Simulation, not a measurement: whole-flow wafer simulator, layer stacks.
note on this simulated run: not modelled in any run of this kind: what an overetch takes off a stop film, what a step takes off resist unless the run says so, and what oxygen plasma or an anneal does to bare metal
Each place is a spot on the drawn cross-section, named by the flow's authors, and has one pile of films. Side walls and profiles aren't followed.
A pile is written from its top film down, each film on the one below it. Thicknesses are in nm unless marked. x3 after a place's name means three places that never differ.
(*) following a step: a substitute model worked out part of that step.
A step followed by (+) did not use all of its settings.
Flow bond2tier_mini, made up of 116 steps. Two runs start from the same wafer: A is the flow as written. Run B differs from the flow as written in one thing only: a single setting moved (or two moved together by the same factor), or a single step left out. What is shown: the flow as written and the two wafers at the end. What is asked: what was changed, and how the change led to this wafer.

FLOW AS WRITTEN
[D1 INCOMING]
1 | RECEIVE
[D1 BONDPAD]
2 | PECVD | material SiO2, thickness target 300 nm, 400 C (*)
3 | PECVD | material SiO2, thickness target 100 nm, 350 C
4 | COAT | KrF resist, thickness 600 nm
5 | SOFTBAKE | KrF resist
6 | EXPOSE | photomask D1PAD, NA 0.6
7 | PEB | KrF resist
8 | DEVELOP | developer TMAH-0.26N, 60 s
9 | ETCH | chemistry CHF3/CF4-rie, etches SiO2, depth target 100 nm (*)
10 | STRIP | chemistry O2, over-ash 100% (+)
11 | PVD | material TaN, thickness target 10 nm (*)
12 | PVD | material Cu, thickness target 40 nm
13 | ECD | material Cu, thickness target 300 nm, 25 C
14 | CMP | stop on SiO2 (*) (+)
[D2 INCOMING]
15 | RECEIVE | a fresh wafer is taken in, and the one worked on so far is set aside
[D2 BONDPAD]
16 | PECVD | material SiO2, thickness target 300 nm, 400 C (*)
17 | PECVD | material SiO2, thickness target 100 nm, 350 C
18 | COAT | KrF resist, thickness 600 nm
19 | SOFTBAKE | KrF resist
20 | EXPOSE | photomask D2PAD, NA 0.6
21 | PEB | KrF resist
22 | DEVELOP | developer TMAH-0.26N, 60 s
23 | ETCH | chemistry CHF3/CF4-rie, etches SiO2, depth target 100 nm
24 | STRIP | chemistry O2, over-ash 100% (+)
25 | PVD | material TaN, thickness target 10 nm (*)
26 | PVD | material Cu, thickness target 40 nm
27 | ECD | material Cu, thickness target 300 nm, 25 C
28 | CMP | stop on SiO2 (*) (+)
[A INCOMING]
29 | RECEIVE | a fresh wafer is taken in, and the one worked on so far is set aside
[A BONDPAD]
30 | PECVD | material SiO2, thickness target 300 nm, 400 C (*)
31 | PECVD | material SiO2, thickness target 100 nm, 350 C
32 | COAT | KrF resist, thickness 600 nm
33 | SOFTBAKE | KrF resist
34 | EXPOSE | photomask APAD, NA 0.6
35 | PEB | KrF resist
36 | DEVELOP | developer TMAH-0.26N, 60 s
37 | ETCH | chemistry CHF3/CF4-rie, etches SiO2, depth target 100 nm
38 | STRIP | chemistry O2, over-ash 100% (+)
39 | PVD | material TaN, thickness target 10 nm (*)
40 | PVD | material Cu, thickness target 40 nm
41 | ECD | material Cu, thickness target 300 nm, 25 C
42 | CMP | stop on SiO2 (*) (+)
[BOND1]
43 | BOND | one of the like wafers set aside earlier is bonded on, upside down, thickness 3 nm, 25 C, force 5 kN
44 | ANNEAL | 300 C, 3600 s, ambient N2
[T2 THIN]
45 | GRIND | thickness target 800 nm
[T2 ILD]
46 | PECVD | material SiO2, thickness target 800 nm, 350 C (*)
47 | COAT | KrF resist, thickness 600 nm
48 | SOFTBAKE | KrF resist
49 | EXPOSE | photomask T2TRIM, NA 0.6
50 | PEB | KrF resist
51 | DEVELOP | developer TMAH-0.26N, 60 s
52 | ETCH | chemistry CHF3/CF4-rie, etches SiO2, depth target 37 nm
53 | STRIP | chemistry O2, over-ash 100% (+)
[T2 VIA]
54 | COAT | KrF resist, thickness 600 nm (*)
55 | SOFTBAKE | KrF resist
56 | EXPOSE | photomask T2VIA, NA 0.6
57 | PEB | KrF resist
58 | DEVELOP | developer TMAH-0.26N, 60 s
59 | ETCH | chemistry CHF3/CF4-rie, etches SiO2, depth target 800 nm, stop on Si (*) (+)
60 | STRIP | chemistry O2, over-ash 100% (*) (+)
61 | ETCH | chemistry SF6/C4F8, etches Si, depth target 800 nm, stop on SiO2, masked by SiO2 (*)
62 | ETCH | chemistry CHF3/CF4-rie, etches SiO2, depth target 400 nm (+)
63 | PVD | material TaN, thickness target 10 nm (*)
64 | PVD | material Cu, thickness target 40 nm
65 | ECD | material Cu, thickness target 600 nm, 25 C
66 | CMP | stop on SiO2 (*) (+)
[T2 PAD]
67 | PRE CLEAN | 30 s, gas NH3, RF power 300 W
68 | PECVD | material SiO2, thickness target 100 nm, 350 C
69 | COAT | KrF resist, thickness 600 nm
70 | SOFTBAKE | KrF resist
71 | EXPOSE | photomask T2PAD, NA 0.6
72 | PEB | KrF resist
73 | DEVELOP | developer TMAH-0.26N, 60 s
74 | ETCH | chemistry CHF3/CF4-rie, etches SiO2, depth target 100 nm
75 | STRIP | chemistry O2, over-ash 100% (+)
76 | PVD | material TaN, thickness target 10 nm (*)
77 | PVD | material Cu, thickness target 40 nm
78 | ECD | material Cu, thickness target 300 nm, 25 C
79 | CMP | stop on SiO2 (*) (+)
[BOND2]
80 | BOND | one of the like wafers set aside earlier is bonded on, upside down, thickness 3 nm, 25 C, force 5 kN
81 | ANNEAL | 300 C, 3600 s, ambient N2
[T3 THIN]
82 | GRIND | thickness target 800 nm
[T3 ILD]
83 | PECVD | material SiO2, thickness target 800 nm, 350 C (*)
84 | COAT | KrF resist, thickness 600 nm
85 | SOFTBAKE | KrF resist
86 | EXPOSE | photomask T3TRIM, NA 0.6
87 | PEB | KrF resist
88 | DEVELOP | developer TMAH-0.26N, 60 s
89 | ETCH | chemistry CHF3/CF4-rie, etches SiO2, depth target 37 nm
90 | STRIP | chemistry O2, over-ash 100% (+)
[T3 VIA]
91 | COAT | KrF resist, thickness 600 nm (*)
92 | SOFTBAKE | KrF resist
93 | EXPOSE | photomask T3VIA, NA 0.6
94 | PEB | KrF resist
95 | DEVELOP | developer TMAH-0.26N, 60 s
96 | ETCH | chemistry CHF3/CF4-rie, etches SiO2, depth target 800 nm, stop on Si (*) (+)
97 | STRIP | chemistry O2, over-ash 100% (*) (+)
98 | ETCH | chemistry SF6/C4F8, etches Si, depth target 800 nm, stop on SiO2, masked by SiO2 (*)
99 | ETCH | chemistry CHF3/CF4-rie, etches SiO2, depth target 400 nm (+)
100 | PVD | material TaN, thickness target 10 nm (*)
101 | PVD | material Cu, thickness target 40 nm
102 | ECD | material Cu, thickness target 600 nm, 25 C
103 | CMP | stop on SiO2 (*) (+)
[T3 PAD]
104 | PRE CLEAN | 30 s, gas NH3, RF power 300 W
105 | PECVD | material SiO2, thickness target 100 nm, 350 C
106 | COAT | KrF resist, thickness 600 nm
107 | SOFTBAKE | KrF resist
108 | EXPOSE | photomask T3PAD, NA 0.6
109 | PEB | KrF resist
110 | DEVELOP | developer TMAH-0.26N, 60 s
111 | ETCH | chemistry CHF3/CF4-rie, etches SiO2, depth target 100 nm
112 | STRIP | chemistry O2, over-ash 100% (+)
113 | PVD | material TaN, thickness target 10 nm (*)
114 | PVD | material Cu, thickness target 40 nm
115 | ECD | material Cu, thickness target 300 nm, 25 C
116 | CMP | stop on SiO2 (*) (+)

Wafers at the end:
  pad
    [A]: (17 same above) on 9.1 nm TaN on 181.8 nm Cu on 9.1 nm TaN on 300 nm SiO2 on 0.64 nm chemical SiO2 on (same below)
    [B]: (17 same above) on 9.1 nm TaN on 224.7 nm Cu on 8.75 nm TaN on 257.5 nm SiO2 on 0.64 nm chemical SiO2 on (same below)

What caused this: step 37, ETCH: depth target 142.5 nm was run, though the flow has depth target 100 nm.

The path from the change to this, step by step:
  37 | ETCH | chemistry CHF3/CF4-rie, etches SiO2, depth target 100 nm
      pad, via: A SiO2 loses 100 | B SiO2 loses 142.5
      field: A KrF resist loses 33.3 | B KrF resist loses 47.5
  38 | STRIP | chemistry O2, over-ash 100% (+)
      field: A KrF resist loses 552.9 (all of it) | B KrF resist loses 538.8 (all of it)
  40 | PVD | material Cu, thickness target 40 nm
      pad: A Cu gains 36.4 (new film) | B Cu gains 35 (new film)
  41 | ECD | material Cu, thickness target 300 nm, 25 C
      pad: A Cu gains 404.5 | B Cu gains 448.8
      via: A Cu gains 400.2 | B Cu gains 443
